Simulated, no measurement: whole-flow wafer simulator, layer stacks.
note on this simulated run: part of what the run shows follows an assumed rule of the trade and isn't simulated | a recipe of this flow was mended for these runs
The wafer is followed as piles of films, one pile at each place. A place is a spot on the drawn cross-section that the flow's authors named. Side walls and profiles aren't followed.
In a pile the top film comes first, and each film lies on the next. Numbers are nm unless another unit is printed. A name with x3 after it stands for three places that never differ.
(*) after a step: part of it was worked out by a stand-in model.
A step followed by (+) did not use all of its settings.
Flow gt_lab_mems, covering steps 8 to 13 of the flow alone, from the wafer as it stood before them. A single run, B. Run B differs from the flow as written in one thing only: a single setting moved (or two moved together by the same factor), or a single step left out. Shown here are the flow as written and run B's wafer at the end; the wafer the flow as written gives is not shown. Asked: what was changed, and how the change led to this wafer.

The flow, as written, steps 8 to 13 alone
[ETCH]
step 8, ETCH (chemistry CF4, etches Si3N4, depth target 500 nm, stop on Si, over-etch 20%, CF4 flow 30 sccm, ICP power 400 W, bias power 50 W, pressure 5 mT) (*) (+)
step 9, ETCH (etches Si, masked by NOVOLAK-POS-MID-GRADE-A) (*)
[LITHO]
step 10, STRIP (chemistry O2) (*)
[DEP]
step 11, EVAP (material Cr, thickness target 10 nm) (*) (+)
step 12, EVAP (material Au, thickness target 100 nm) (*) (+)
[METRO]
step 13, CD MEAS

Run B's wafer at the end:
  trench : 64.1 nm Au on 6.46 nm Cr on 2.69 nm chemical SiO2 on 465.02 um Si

The reason: step 8, ETCH: over-etch 8% was run, while the flow as written has over-etch 20%.

How this came from the change, step by step:
  step 8, ETCH (chemistry CF4, etches Si3N4, depth target 500 nm, stop on Si, over-etch 20%, CF4 flow 30 sccm, ICP power 400 W, bias power 50 W, pressure 5 mT) (*) (+)
      field: g/i-line-resist loses 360 (in the flow as written it would be: g/i-line-resist loses 400)
      trench: Si3N4 loses 500 (all of it), chemical SiO2 loses 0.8 (all of it), Si loses 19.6 (in the flow as written it would be: Si3N4 loses 500 (all of it), chemical SiO2 loses 0.8 (all of it), Si loses 49.6)
  step 10, STRIP (chemistry O2) (*)
      field: g/i-line-resist loses 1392 (all of it) (in the flow as written it would be: g/i-line-resist loses 1352 (all of it))
